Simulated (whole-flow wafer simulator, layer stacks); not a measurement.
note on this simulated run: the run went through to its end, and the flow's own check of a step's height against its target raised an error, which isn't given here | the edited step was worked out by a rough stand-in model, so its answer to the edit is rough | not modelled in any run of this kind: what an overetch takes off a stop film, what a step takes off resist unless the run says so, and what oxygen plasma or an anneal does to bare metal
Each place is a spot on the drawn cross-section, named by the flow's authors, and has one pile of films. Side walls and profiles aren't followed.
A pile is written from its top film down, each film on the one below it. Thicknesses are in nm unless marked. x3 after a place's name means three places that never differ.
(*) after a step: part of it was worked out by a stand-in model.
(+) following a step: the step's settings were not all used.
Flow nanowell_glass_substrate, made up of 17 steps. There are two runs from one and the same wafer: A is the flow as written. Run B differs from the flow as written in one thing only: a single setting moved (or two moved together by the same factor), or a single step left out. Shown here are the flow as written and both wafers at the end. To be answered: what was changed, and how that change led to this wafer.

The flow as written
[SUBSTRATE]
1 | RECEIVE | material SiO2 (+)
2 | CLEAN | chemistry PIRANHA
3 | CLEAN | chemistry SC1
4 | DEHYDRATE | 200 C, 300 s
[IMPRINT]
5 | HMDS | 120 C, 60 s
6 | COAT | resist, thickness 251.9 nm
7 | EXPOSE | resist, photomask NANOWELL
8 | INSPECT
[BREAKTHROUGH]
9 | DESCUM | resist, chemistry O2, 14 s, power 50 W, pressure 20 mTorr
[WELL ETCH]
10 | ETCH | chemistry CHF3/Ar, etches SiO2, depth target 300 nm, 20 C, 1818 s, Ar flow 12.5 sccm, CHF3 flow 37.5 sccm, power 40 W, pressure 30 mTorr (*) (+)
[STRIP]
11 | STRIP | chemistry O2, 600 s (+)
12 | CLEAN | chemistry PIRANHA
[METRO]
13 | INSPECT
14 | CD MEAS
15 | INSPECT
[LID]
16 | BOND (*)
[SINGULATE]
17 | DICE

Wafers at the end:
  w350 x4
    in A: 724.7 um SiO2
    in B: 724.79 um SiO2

Cause: step 10, ETCH: depth target 207.6 nm was run, though the flow has depth target 300 nm; step 10, ETCH: 1258 s was run, where the flow has 1818 s.

The path from the change to this, step by step:
  10 | ETCH | chemistry CHF3/Ar, etches SiO2, depth target 300 nm, 20 C, 1818 s, Ar flow 12.5 sccm, CHF3 flow 37.5 sccm, power 40 W, pressure 30 mTorr (*) (+)
      w350 x4: A SiO2 loses 300 | B SiO2 loses 207.6
      land: A resist loses 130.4 | B resist loses 90.3
  11 | STRIP | chemistry O2, 600 s (+)
      land: A resist loses 125.9 (all of it) | B resist loses 166.1 (all of it)
